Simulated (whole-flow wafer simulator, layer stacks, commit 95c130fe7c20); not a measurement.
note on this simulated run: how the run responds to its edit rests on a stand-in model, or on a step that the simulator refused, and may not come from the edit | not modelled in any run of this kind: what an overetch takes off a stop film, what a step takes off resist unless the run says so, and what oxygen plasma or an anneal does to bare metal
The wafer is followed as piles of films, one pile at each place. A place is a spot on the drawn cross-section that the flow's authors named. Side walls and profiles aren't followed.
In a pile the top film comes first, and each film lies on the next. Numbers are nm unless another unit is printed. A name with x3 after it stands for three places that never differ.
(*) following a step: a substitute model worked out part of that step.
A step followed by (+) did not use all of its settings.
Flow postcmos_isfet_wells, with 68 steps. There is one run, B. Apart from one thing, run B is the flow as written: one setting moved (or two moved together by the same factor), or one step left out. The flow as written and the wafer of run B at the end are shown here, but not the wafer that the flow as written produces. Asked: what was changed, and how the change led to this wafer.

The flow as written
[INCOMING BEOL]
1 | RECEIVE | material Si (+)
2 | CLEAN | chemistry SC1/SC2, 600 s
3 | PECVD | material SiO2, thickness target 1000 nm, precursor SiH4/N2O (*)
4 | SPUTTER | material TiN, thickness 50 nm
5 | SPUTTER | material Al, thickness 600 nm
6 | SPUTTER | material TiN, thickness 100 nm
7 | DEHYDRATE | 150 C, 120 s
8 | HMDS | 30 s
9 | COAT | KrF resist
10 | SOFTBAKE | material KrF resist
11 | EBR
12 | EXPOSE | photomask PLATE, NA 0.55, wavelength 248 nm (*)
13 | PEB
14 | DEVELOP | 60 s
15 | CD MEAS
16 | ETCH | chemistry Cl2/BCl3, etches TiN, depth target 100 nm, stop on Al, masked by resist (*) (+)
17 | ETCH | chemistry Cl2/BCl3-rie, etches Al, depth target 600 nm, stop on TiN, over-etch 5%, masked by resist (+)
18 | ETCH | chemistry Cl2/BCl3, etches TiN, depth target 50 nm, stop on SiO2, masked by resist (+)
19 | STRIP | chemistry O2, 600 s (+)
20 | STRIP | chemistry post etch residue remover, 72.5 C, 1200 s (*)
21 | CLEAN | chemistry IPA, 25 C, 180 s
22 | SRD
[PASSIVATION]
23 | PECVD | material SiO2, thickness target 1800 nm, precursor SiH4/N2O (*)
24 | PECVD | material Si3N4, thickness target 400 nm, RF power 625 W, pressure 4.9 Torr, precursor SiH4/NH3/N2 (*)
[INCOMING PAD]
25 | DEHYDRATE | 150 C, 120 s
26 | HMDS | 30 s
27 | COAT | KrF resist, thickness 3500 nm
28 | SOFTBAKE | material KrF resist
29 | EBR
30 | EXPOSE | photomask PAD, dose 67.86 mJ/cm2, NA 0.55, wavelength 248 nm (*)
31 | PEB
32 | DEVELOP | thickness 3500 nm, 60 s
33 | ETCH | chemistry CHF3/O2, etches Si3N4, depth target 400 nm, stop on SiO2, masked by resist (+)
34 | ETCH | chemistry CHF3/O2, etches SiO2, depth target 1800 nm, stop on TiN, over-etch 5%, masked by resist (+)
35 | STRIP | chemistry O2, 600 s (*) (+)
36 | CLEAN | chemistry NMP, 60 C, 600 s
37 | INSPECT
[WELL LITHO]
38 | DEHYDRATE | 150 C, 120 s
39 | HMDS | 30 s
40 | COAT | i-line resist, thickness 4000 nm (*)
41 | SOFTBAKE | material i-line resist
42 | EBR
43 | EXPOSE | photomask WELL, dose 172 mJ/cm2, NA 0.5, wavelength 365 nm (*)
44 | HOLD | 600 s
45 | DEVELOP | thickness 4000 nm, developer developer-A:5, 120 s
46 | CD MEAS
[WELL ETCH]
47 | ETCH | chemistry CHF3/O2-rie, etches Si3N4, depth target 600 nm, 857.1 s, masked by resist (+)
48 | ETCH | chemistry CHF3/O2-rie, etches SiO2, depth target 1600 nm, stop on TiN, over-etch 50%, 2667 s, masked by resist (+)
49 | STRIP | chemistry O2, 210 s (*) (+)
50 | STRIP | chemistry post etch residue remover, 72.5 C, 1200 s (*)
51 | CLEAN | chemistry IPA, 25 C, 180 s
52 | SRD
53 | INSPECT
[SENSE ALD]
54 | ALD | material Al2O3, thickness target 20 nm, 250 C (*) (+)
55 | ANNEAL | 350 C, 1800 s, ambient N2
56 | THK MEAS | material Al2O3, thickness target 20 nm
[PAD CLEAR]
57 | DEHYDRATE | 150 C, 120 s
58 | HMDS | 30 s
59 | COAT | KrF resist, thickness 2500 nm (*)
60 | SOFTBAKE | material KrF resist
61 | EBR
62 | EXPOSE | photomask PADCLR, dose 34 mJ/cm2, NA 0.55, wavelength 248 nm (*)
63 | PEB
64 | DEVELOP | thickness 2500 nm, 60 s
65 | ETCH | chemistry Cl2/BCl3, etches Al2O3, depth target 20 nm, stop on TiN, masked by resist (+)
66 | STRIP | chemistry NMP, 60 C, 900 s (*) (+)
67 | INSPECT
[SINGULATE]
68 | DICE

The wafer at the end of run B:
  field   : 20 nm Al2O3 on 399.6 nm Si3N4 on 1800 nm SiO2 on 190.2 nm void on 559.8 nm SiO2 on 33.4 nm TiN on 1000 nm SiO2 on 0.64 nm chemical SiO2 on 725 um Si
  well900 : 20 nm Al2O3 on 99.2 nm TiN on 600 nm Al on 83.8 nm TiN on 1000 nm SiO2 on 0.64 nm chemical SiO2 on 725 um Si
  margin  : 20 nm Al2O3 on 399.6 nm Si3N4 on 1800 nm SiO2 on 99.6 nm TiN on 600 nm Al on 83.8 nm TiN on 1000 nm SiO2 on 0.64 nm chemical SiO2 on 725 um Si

What caused this: step 4, SPUTTER: thickness 83.8 nm was run, whereas the flow has thickness 50 nm.
The wafer lets one read it off: well900 has TiN 83.8, and step 4 as written asks for 50 nm.

How this came from the change, step by step:
  4 | SPUTTER | material TiN, thickness 50 nm
      field, margin, well900, well1300 x3, pad_rim, pad_clr, pad_open: TiN gains 83.8 (new film) (in the flow as written it would be: TiN gains 50 (new film))
  18 | ETCH | chemistry Cl2/BCl3, etches TiN, depth target 50 nm, stop on SiO2, masked by resist (+)
      field: TiN loses 50 (in the flow as written it would be: TiN loses 50 (all of it))
  23 | PECVD | material SiO2, thickness target 1800 nm, precursor SiH4/N2O (*)
      field: SiO2 gains 1800 (new film), void gains 190.2 (new film), SiO2 gains 559.8 (new film) (in the flow as written it would be: SiO2 gains 1800 (new film), void gains 189.9 (new film), SiO2 gains 559.7)
With metal films that touch counted as one body, field has 1 body; the flow as written gives 0 bodies.
